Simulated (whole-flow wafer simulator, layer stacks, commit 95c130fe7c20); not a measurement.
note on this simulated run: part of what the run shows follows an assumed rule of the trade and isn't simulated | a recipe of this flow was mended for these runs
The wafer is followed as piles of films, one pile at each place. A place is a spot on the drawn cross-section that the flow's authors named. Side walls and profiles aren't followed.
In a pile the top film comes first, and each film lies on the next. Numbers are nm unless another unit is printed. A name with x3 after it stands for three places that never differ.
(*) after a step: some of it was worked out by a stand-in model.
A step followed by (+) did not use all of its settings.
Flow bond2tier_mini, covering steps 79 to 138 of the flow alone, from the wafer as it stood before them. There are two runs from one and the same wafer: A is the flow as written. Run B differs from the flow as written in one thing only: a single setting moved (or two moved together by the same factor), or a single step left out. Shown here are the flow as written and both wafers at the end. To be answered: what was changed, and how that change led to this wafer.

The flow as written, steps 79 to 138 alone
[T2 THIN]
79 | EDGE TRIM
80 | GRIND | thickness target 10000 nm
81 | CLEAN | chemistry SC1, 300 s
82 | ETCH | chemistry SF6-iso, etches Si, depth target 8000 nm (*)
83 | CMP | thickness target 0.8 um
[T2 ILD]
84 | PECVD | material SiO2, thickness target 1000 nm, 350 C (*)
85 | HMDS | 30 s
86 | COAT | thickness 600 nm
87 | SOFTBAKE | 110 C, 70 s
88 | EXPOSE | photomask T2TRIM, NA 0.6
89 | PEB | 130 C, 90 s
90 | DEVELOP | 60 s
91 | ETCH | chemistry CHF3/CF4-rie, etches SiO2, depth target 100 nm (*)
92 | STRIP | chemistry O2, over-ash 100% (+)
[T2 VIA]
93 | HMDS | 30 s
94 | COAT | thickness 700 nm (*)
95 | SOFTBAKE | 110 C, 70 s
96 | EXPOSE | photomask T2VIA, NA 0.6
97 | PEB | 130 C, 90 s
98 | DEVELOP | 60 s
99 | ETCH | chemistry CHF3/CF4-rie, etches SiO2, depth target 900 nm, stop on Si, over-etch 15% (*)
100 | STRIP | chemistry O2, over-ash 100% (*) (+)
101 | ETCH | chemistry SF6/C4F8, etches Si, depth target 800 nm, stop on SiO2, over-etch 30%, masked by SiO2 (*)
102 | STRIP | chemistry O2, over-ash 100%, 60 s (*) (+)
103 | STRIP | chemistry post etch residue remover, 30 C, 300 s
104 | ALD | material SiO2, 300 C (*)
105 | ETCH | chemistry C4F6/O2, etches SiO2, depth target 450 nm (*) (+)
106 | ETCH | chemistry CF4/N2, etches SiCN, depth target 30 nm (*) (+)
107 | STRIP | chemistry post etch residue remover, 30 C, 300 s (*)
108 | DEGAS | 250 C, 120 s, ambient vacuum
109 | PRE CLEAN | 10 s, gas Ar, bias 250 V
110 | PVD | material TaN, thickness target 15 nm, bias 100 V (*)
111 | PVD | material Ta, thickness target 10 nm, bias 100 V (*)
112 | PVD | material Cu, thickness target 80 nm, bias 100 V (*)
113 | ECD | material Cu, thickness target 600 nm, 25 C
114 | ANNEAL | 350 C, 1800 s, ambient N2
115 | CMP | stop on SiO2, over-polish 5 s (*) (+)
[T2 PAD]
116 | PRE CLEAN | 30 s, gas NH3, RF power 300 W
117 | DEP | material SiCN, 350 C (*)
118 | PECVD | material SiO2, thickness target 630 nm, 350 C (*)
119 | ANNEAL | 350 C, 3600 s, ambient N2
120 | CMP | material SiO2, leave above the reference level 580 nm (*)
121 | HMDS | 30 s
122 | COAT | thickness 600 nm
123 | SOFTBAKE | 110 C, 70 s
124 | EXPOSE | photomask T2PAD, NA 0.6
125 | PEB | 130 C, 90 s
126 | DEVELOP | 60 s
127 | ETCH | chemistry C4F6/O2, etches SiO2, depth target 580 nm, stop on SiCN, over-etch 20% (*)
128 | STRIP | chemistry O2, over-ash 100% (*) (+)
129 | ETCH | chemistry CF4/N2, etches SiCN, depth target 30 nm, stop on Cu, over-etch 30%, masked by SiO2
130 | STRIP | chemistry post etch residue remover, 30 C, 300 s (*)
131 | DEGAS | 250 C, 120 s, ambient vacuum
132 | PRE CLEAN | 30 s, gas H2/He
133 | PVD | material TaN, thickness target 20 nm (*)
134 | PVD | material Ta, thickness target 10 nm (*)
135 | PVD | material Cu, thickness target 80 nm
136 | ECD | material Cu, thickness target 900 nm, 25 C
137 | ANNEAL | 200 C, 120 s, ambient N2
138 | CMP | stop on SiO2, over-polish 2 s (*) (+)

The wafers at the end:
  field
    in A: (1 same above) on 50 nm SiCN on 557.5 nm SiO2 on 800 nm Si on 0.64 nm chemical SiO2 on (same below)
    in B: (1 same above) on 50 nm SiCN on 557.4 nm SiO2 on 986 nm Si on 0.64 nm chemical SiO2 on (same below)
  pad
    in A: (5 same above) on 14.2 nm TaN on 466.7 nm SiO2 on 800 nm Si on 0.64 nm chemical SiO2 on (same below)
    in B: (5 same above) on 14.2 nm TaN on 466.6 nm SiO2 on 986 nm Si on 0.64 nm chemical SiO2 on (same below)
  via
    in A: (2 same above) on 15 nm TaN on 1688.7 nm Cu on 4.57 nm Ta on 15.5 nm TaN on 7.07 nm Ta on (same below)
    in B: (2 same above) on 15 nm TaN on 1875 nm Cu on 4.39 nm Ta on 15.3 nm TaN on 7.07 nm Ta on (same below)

What caused this: step 83, CMP: thickness target 0.986 um was run, while the flow as written has thickness target 0.8 um.

The path from the change to this, step by step:
  83 | CMP | thickness target 0.8 um
      field, pad, via: A Si loses 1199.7 | B Si loses 1013.7
  101 | ETCH | chemistry SF6/C4F8, etches Si, depth target 800 nm, stop on SiO2, over-etch 30%, masked by SiO2 (*)
      via: A Si loses 788.8 (all of it), chemical SiO2 loses 0.64 (all of it), SiO2 loses 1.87 | B Si loses 974.8 (all of it), chemical SiO2 loses 0.64 (all of it)
  112 | PVD | material Cu, thickness target 80 nm, bias 100 V (*)
      via: A Cu gains 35 (new film) | B Cu gains 33.5 (new film)
  113 | ECD | material Cu, thickness target 600 nm, 25 C
      via: A Cu gains 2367 | B Cu gains 2554.7
